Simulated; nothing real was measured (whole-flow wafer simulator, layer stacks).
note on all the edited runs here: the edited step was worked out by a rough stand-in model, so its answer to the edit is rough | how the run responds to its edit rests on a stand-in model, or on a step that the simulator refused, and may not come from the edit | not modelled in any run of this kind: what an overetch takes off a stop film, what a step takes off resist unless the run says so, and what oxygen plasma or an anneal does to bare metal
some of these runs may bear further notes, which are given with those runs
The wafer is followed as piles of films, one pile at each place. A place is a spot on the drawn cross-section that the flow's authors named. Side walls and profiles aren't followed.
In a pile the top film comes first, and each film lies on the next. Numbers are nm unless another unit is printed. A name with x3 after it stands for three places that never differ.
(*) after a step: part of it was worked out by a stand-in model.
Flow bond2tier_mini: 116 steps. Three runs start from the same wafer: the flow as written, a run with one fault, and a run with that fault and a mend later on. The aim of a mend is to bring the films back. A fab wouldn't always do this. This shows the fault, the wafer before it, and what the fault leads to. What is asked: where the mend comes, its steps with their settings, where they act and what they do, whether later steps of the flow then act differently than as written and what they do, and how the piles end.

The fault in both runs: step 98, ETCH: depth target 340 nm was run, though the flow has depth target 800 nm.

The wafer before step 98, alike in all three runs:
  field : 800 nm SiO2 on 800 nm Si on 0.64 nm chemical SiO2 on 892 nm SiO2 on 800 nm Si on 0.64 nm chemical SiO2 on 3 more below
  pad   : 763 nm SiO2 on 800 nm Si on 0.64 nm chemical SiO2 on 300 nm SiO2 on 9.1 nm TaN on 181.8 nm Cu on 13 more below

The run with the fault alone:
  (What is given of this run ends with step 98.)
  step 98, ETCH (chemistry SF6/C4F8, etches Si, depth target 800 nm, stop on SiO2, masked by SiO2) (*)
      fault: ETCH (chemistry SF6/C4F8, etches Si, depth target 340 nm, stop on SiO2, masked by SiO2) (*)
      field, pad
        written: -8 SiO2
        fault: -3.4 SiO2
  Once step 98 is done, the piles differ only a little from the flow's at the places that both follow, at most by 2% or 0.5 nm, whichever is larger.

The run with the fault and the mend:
  The mend follows step 98.
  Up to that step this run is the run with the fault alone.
  step 98a, ETCH (chemistry SF6/C4F8, etches Si, depth target 460 nm, stop on SiO2, masked by SiO2) (*) (the flow's step 98, run once more with other settings)
      field, pad
        -4.6 SiO2
  Later steps of the flow that are run all act as written at every place that is followed.
  At every place that both follow, the piles at the end match the flow's.
